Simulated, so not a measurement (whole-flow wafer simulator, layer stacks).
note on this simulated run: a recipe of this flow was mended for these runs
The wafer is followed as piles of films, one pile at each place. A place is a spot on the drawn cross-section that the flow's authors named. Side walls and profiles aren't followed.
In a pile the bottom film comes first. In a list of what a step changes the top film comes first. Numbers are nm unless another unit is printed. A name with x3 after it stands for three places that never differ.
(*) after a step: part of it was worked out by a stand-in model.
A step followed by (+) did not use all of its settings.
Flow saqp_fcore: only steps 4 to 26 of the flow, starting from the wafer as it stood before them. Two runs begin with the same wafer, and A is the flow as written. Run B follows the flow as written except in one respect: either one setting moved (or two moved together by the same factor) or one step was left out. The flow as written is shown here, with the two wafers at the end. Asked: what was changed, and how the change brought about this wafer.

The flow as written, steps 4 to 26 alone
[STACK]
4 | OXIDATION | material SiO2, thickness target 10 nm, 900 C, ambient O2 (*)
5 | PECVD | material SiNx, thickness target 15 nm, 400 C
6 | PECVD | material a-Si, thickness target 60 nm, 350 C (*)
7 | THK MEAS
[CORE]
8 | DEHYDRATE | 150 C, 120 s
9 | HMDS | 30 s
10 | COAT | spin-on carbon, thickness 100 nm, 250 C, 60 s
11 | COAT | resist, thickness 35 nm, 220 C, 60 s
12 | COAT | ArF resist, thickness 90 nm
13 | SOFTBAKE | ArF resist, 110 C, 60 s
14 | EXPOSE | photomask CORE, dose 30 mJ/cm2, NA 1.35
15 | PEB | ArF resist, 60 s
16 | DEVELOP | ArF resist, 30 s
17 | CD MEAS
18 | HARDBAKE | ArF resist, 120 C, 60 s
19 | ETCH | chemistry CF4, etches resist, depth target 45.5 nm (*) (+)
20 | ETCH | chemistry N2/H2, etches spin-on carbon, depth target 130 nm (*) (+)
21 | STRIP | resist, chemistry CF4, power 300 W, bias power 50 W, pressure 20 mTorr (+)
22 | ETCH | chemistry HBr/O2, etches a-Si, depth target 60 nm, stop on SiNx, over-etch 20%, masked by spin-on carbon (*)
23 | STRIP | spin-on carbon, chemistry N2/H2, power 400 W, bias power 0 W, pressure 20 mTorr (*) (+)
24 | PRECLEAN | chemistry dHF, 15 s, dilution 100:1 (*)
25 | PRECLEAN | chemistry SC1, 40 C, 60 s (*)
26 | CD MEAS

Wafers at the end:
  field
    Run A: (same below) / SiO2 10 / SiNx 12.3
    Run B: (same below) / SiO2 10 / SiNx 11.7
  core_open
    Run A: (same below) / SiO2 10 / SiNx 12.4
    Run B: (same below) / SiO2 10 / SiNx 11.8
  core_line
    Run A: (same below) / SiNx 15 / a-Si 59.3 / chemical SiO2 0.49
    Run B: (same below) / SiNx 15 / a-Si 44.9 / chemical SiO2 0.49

Cause: step 6, PECVD: thickness target 45.6 nm was run, while the flow as written has thickness target 60 nm.

How this came from the change, step by step:
  6 | PECVD | material a-Si, thickness target 60 nm, 350 C (*)
      field, core_open, core_line: A a-Si gains 60 (new film) | B a-Si gains 45.6 (new film)
  22 | ETCH | chemistry HBr/O2, etches a-Si, depth target 60 nm, stop on SiNx, over-etch 20%, masked by spin-on carbon (*)
      field: A a-Si loses 36.8 (all of it), SiNx loses 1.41 | B a-Si loses 22.4 (all of it), SiNx loses 1.98
      core_open: A a-Si loses 39.4 (all of it), SiNx loses 1.3 | B a-Si loses 25 (all of it), SiNx loses 1.88
      (also at 1 further place)
  23 | STRIP | spin-on carbon, chemistry N2/H2, power 400 W, bias power 0 W, pressure 20 mTorr (*) (+)
      core_line: A spin-on carbon loses 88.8 (all of it) | B spin-on carbon loses 92.2 (all of it)
